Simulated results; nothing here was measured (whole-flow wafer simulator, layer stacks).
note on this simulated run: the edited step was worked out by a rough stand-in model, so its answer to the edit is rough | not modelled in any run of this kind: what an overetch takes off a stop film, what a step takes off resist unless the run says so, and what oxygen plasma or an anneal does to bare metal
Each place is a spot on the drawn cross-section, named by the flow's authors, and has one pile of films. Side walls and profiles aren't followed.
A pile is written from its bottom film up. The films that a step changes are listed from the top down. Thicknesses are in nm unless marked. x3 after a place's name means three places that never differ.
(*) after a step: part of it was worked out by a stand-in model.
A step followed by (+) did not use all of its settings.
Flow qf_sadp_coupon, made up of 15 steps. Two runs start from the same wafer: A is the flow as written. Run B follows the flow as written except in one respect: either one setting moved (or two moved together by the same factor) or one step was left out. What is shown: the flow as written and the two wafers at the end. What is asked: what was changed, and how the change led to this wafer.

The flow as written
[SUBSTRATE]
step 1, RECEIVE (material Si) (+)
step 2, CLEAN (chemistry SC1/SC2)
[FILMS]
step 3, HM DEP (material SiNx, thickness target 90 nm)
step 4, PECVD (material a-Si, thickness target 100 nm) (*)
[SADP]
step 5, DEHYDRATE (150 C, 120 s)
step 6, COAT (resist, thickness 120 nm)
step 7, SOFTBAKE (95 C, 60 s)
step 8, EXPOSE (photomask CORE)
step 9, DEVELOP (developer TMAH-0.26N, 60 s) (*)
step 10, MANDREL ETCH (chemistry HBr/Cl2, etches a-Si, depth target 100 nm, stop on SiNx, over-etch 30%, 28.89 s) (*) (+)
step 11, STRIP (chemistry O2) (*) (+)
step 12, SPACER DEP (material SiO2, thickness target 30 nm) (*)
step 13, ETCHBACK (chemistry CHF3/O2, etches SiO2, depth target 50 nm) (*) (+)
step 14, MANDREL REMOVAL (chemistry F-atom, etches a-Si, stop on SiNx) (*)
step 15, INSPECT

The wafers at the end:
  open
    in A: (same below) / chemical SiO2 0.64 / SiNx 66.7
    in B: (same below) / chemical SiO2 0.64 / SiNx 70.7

What caused this: step 13, ETCHBACK: depth target 45.8 nm was run, whereas the flow has depth target 50 nm.

How this came from the change, step by step:
  step 13, ETCHBACK (chemistry CHF3/O2, etches SiO2, depth target 50 nm) (*) (+)
      m: A -30 SiO2 (all of it), -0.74 chemical SiO2 (all of it), -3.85 a-Si | B -30 SiO2 (all of it), -0.74 chemical SiO2 (all of it), -3.01 a-Si
      open: A -30 SiO2 (all of it), -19 SiNx | B -30 SiO2 (all of it), -15 SiNx
